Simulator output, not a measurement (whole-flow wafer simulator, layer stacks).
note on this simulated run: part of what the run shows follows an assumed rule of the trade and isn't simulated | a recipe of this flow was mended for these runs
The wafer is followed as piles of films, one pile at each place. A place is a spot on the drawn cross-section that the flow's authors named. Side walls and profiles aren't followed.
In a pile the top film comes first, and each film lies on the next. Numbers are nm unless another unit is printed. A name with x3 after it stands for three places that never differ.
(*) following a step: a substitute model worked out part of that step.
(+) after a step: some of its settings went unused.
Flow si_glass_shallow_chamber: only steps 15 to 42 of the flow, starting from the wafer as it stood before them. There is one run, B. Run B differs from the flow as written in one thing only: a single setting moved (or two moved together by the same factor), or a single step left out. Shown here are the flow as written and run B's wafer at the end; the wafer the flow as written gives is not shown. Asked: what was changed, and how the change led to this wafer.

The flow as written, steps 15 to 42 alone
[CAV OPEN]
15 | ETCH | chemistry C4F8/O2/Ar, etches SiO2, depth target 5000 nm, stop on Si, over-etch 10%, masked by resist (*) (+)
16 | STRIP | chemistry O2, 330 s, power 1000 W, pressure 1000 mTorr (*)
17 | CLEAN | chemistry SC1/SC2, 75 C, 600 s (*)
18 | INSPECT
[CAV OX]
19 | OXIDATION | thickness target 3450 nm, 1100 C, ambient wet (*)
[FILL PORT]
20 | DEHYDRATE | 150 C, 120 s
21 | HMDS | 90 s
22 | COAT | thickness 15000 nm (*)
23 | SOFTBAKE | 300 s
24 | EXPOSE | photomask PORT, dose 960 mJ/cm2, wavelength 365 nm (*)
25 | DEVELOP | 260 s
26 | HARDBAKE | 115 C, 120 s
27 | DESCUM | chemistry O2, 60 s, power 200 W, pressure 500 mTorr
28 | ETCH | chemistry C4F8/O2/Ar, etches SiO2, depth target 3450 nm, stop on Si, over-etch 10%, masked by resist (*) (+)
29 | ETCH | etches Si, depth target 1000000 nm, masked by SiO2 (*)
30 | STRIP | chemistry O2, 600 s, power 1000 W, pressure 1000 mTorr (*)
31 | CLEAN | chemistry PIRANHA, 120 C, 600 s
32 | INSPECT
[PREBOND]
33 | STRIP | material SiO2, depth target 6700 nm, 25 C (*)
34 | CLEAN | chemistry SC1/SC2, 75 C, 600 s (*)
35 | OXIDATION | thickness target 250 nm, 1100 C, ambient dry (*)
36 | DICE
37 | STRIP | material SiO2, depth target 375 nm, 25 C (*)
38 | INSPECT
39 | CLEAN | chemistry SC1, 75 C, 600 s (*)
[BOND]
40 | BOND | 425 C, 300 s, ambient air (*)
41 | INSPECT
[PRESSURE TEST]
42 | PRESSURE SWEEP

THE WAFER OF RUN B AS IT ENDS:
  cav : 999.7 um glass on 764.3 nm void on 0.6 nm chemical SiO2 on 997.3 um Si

The reason: step 15, ETCH: depth target 3920 nm was run, though the flow has depth target 5000 nm.

The path from the change to this, step by step:
  15 | ETCH | chemistry C4F8/O2/Ar, etches SiO2, depth target 5000 nm, stop on Si, over-etch 10%, masked by resist (*) (+)
      cav, port: SiO2 loses 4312 (as written it would have been: SiO2 loses 5000 (all of it), Si loses 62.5)
      rim, ramp, septum, ring: thick-i-line-resist loses 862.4 (as written it would have been: thick-i-line-resist loses 1100)
  16 | STRIP | chemistry O2, 330 s, power 1000 W, pressure 1000 mTorr (*)
      cav, port: nothing (as written it would have been: chemical SiO2 gains 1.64 (new film), Si loses 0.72)
      rim, ramp, septum, ring: thick-i-line-resist loses 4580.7 (all of it) (as written it would have been: thick-i-line-resist loses 4343.1 (all of it))
  17 | CLEAN | chemistry SC1/SC2, 75 C, 600 s (*)
      cav, port: SiO2 loses 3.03 (as written it would have been: chemical SiO2 loses 1.04, Si loses 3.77)
  19 | OXIDATION | thickness target 3450 nm, 1100 C, ambient wet (*)
      cav, port: SiO2 gains 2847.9, Si loses 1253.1 (as written it would have been: SiO2 gains 3450 (new film), chemical SiO2 loses 0.6 (all of it), Si loses 1517.7)
  22 | COAT | thickness 15000 nm (*)
      rim: thick-i-line-resist gains 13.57 um (new film) (as written it would have been: thick-i-line-resist gains 13.4 um (new film))
      ramp: thick-i-line-resist gains 13.12 um (new film) (as written it would have been: thick-i-line-resist gains 12.89 um (new film))
      (also at 4 further places)
  23 | SOFTBAKE | 300 s
      rim: thick-i-line-resist loses 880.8 (as written it would have been: thick-i-line-resist loses 997)
      ramp: thick-i-line-resist loses 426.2 (as written it would have been: thick-i-line-resist loses 487.1)
      (also at 4 further places)
  25 | DEVELOP | 260 s
      port: thick-i-line-resist loses 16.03 um (all of it) (as written it would have been: thick-i-line-resist loses 16.16 um (all of it))
  26 | HARDBAKE | 115 C, 120 s
      rim, ramp: thick-i-line-resist loses 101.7 (as written it would have been: thick-i-line-resist loses 98.2)
  28 | ETCH | chemistry C4F8/O2/Ar, etches SiO2, depth target 3450 nm, stop on Si, over-etch 10%, masked by resist (*) (+)
      port: SiO2 loses 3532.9 (all of it), Si loses 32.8 (as written it would have been: SiO2 loses 3450 (all of it), Si loses 43.1)
  29 | ETCH | etches Si, depth target 1000000 nm, masked by SiO2 (*)
      rim, ramp: thick-i-line-resist loses 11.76 um (all of it), SiO2 loses 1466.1 (as written it would have been: thick-i-line-resist loses 11.47 um (all of it), SiO2 loses 1617.3)
      port: hole gains 997.39 um (new film), Si loses 997.39 um (all of it) (as written it would have been: hole gains 997.05 um (new film), Si loses 997.05 um (all of it))
      (also at 2 further places)
  30 | STRIP | chemistry O2, 600 s, power 1000 W, pressure 1000 mTorr (*)
      cav: thick-i-line-resist loses 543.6 (all of it) (as written it would have been: thick-i-line-resist loses 669.6 (all of it))
  33 | STRIP | material SiO2, depth target 6700 nm, 25 C (*)
      rim, ramp: SiO2 loses 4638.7 (all of it) (as written it would have been: SiO2 loses 4487.5 (all of it))
      cav: SiO2 loses 3532.9 (all of it) (as written it would have been: SiO2 loses 3450 (all of it))
  40 | BOND | 425 C, 300 s, ambient air (*)
      cav: glass gains 999.7 um (new film), void gains 764.3 (new film) (as written it would have been: glass gains 999.7 um (new film), void gains 1095.9 (new film))
      port: glass gains 999.7 um (new film), hole gains 675.3 (as written it would have been: glass gains 999.7 um (new film), hole gains 1017.3)
